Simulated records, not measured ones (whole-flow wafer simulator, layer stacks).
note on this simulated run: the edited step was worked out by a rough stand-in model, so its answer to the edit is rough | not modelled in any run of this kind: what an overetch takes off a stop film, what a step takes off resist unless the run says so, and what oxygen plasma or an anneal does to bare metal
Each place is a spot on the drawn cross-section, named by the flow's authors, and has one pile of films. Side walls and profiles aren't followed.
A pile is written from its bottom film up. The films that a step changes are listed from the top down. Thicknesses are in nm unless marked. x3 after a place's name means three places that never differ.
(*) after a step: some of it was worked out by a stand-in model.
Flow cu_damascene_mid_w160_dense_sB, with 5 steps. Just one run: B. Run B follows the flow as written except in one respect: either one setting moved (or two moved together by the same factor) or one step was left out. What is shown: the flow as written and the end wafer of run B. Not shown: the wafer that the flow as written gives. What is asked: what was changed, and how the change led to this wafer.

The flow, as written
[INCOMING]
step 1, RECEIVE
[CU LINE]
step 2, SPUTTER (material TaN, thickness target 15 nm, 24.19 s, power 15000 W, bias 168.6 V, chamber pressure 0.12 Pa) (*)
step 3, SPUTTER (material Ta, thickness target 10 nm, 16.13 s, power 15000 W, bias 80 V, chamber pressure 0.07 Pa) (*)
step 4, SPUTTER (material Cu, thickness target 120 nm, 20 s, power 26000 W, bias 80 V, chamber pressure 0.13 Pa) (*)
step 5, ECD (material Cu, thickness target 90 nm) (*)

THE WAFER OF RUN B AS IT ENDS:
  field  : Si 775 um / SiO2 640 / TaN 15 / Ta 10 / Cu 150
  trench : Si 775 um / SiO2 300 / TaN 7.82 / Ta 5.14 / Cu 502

The reason: step 4, SPUTTER: thickness target 60 nm was run, though the flow has thickness target 120 nm; step 4, SPUTTER: 10 s was run, where the flow has 20 s.

The path from the change to this, step by step:
  step 4, SPUTTER (material Cu, thickness target 120 nm, 20 s, power 26000 W, bias 80 V, chamber pressure 0.13 Pa) (*)
      field: Cu gains 60 (new film) (it would be, as written: Cu gains 120 (new film))
      trench: Cu gains 31 (new film) (it would be, as written: Cu gains 62 (new film))
  step 5, ECD (material Cu, thickness target 90 nm) (*)
      trench: Cu gains 471 (it would be, as written: Cu gains 500)
